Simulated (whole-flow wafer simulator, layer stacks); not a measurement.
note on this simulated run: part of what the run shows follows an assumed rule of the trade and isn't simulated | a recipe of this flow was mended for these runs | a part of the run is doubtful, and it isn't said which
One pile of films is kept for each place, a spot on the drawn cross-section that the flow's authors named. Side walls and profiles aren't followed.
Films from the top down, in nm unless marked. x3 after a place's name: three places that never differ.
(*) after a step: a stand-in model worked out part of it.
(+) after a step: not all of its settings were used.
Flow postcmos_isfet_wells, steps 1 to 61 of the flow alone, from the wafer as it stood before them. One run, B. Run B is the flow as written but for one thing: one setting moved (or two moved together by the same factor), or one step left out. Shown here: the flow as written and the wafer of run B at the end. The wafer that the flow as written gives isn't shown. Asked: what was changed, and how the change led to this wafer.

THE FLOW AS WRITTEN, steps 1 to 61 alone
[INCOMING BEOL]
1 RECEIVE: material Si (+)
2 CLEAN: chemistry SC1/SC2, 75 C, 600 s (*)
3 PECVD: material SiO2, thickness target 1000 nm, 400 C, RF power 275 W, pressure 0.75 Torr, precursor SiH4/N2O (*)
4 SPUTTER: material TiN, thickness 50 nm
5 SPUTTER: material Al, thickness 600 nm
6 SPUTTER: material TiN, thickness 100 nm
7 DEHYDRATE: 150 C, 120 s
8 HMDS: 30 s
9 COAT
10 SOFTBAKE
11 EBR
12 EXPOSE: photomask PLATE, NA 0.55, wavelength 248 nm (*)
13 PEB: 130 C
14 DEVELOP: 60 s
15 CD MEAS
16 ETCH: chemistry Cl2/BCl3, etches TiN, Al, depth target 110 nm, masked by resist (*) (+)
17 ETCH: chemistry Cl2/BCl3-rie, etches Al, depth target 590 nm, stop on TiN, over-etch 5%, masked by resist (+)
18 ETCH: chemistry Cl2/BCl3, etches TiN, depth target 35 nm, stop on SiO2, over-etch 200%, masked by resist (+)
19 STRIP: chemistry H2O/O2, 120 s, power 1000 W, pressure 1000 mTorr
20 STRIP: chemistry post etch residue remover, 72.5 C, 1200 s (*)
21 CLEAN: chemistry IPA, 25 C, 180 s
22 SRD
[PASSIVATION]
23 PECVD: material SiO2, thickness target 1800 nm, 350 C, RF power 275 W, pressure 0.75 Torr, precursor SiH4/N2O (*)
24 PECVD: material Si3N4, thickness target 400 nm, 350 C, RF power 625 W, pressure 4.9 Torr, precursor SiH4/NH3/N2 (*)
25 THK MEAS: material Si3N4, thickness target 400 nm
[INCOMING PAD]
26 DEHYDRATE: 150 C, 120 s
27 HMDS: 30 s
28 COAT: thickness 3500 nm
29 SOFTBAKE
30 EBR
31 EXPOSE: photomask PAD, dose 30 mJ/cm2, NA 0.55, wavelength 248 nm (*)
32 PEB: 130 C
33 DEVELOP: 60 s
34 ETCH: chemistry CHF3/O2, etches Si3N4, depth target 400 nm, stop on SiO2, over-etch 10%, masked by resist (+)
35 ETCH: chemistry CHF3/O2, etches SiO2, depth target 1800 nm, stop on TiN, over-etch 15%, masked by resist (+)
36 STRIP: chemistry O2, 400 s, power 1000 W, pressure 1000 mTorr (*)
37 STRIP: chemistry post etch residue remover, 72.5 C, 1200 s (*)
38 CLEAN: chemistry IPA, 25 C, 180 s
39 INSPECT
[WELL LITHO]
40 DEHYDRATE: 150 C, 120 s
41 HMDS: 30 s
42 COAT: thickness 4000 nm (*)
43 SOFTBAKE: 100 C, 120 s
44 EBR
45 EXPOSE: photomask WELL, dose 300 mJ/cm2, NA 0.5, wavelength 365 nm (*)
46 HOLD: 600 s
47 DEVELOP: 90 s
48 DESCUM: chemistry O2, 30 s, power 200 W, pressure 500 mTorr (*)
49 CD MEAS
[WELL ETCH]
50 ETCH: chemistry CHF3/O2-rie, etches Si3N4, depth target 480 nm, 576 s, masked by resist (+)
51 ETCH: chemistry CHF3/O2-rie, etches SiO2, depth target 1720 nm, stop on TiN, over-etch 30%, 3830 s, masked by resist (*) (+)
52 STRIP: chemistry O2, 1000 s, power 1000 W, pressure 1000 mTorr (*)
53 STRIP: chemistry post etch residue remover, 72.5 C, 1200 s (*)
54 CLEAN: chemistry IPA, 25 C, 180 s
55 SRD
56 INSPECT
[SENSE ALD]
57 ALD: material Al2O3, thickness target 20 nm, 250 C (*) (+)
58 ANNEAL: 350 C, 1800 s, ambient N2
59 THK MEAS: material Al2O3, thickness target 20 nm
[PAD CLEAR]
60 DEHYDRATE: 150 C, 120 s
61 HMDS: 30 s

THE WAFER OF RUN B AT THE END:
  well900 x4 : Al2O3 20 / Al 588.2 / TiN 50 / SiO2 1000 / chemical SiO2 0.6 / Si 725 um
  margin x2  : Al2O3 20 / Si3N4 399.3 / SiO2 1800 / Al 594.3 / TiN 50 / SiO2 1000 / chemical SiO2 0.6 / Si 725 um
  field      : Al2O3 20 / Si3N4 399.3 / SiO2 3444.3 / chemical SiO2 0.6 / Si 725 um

The cause: step 6, SPUTTER: material TiN, thickness 100 nm, was left out.

How the change led to this, step by step:
  16 ETCH: chemistry Cl2/BCl3, etches TiN, Al, depth target 110 nm, masked by resist (*) (+)
      field: Al -110 (as written it would be: TiN -100 (all of it), Al -10)
  17 ETCH: chemistry Cl2/BCl3-rie, etches Al, depth target 590 nm, stop on TiN, over-etch 5%, masked by resist (+)
      field: Al -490 (all of it), TiN -50 (all of it), SiO2 -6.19 (as written it would be: Al -590 (all of it), TiN -18.4)
      margin x2, well900 x4, pad_clr, pad_open: thick-KrF-resist -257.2 (as written it would be: thick-KrF-resist -309.8)
  18 ETCH: chemistry Cl2/BCl3, etches TiN, depth target 35 nm, stop on SiO2, over-etch 200%, masked by resist (+)
      field: SiO2 -7 (as written it would be: TiN -31.6 (all of it), SiO2 -14.7)
      margin x2, well900 x4, pad_clr, pad_open: thick-KrF-resist -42 (as written it would be: thick-KrF-resist -37.9)
  19 STRIP: chemistry H2O/O2, 120 s, power 1000 W, pressure 1000 mTorr
      margin x2, well900 x4, pad_clr, pad_open: thick-KrF-resist -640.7 (all of it) (as written it would be: thick-KrF-resist -592.4 (all of it))
  20 STRIP: chemistry post etch residue remover, 72.5 C, 1200 s (*)
      margin x2, well900 x4, pad_clr, pad_open: Al -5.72 (as written it would be: TiN -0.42)
  23 PECVD: material SiO2, thickness target 1800 nm, 350 C, RF power 275 W, pressure 0.75 Torr, precursor SiH4/N2O (*)
      field: SiO2 +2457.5 (as written it would be: SiO2 +1800 (new film), void +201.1 (new film), SiO2 +563.2)
  35 ETCH: chemistry CHF3/O2, etches SiO2, depth target 1800 nm, stop on TiN, over-etch 15%, masked by resist (+)
      pad_open: SiO2 -1780 (all of it), Al -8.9 (as written it would be: SiO2 -1780 (all of it), TiN -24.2)
  37 STRIP: chemistry post etch residue remover, 72.5 C, 1200 s (*)
      pad_open: Al -5.72 (as written it would be: TiN -0.42)
  51 ETCH: chemistry CHF3/O2-rie, etches SiO2, depth target 1720 nm, stop on TiN, over-etch 30%, 3830 s, masked by resist (*) (+)
      well900 x4: SiO2 -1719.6 (all of it), Al -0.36 (as written it would be: SiO2 -1719.6 (all of it), TiN -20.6)
  53 STRIP: chemistry post etch residue remover, 72.5 C, 1200 s (*)
      well900 x4, pad_open: Al -5.72 (as written it would be: TiN -0.42)
